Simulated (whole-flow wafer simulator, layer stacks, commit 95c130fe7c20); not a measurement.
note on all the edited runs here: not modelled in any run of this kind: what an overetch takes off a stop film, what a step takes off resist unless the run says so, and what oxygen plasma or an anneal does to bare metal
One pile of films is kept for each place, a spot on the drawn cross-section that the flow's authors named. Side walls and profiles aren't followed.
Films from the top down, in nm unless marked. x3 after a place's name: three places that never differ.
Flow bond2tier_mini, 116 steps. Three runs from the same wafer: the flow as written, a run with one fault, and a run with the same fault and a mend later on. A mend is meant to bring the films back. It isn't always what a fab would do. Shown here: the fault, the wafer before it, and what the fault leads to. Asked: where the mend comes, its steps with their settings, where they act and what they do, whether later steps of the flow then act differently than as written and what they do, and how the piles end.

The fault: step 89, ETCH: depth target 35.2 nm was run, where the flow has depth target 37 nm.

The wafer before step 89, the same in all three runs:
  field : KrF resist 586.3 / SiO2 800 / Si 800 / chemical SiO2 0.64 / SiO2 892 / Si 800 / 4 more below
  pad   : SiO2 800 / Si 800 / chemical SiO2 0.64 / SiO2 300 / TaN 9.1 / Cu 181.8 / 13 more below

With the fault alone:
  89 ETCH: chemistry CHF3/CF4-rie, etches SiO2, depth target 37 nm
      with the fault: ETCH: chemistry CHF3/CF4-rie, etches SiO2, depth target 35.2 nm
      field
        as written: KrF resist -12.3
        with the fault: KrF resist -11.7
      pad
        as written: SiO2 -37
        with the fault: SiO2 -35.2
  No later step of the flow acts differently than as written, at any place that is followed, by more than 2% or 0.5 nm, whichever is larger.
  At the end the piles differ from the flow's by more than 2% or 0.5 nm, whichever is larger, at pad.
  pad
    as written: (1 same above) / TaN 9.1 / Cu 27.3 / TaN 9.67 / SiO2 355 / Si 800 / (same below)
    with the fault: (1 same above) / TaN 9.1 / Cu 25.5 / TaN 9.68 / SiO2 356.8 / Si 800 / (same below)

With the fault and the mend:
  The mend comes after step 89.
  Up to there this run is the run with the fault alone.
  89a ETCH: chemistry CHF3/CF4-rie, etches SiO2, depth target 1.8 nm (the flow's step 89 once more, with other settings)
      field
        KrF resist -0.6
      pad
        SiO2 -1.8
  No later step of the flow acts differently than as written at any place that is followed.
  At the end the piles are the same as the flow's at every place that both follow.
